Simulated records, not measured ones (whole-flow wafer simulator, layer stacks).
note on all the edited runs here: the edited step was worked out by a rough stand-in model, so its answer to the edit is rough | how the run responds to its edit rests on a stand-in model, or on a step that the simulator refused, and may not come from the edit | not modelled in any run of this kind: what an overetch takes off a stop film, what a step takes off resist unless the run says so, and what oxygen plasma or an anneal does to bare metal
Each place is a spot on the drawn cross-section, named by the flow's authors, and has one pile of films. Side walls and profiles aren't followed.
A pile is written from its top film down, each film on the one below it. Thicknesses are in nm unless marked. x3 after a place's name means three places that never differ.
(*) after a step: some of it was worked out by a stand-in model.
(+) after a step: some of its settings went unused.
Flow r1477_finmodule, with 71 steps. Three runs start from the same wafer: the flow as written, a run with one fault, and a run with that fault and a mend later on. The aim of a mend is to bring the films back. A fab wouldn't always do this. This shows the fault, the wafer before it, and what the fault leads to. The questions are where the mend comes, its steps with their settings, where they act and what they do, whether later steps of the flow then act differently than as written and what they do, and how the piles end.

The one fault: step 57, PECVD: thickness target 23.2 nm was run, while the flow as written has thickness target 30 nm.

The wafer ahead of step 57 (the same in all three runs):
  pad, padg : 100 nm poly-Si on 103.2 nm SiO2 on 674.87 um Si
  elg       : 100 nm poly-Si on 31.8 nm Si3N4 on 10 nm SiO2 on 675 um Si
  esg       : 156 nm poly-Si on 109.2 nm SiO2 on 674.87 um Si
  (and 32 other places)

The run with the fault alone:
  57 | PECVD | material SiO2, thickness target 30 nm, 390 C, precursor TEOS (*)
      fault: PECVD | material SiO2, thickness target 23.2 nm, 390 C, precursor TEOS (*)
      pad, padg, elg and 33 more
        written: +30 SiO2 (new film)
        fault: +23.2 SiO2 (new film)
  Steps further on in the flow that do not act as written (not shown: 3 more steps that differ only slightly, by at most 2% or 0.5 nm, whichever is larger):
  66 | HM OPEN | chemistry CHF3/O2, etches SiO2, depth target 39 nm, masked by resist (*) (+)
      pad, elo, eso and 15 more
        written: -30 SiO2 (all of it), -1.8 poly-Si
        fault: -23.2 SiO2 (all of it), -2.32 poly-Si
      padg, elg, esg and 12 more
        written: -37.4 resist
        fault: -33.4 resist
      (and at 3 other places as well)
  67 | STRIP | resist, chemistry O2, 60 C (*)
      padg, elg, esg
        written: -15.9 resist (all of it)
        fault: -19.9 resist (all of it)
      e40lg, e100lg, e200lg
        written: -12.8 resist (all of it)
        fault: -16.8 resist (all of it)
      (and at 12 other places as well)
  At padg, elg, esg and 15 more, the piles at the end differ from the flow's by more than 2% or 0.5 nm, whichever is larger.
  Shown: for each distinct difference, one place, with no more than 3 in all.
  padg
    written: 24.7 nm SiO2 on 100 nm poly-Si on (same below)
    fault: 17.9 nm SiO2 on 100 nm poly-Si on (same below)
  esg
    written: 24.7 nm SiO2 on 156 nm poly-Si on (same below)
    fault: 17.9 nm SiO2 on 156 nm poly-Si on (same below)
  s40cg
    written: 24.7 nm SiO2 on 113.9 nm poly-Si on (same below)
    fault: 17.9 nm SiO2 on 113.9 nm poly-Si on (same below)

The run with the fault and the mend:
  The mend follows step 58.
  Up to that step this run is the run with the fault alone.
  58a | PECVD | material SiO2, thickness target 6.8 nm, 390 C, precursor TEOS (*) (the flow's step 57, run once more with other settings)
      pad, padg, elg and 33 more
        +6.8 SiO2
  None of the later steps of the flow acts differently than as written at any place that is followed.
  At every place that both follow, the piles at the end match the flow's.
